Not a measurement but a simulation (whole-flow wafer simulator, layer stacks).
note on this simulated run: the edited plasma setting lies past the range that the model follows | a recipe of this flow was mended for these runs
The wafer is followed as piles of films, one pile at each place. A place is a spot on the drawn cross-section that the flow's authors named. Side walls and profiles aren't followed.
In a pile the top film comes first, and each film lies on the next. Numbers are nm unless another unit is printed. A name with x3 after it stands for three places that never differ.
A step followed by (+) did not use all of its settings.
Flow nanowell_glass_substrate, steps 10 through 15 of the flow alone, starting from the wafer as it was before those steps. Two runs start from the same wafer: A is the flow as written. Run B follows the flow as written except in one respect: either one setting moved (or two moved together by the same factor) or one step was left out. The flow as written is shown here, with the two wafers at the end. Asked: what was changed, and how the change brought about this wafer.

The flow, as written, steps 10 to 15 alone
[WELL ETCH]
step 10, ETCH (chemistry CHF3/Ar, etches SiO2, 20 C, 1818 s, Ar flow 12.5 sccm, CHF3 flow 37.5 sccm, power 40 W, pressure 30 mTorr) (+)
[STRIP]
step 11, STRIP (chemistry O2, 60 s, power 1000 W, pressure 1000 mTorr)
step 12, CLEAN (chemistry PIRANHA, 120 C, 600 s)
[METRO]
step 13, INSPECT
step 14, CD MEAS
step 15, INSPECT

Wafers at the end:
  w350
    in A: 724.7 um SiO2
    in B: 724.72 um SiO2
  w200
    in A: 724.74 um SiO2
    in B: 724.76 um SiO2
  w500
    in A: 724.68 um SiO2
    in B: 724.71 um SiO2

What caused this: step 10, ETCH: pressure 19.2 mTorr was run, whereas the flow has pressure 30 mTorr.

Step by step, how the change led to this:
  step 10, ETCH (chemistry CHF3/Ar, etches SiO2, 20 C, 1818 s, Ar flow 12.5 sccm, CHF3 flow 37.5 sccm, power 40 W, pressure 30 mTorr) (+)
      land: A UV-NIL-ACRYLATE loses 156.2 | B UV-NIL-ACRYLATE loses 162
      w350: A SiO2 loses 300 | B SiO2 loses 277.3
      (also at 3 further places)
  step 11, STRIP (chemistry O2, 60 s, power 1000 W, pressure 1000 mTorr)
      land: A UV-NIL-ACRYLATE loses 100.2 (all of it) | B UV-NIL-ACRYLATE loses 94.3 (all of it)
